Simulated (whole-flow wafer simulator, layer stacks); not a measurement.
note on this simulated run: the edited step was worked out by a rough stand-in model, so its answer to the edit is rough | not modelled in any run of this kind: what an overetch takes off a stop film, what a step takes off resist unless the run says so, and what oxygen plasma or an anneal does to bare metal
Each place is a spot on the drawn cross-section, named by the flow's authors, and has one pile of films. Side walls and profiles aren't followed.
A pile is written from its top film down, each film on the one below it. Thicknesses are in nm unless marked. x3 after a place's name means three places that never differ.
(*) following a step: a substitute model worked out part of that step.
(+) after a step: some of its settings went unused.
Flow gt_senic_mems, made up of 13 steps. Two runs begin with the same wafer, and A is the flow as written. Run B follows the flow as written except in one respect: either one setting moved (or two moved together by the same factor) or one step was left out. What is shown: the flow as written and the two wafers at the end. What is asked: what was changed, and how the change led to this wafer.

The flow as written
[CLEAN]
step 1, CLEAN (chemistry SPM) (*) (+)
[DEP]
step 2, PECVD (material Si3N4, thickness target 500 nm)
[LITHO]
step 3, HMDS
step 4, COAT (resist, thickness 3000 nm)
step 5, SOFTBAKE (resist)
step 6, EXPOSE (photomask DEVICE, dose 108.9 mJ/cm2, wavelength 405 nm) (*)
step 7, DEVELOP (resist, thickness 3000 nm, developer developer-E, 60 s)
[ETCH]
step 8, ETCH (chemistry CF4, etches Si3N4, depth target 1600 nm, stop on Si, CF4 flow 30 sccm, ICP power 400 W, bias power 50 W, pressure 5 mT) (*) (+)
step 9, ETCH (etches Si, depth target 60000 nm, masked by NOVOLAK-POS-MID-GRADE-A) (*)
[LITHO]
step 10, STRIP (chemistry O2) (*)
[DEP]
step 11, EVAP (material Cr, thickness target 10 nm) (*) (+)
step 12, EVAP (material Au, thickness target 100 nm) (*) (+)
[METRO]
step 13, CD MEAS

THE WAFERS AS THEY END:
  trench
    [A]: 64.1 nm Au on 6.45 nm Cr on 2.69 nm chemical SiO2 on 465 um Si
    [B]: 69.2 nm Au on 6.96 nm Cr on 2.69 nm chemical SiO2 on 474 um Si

Cause: step 9, ETCH: depth target 51000 nm was run, whereas the flow has depth target 60000 nm.

How this came from the change, step by step:
  step 9, ETCH (etches Si, depth target 60000 nm, masked by NOVOLAK-POS-MID-GRADE-A) (*)
      field: A -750 resist | B -637.5 resist
      trench: A -60 um Si | B -51 um Si
  step 10, STRIP (chemistry O2) (*)
      field: A -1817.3 resist (all of it) | B -1929.8 resist (all of it)
  step 11, EVAP (material Cr, thickness target 10 nm) (*) (+)
      trench: A +6.45 Cr (new film) | B +6.96 Cr (new film)
  step 12, EVAP (material Au, thickness target 100 nm) (*) (+)
      trench: A +64.1 Au (new film) | B +69.2 Au (new film)
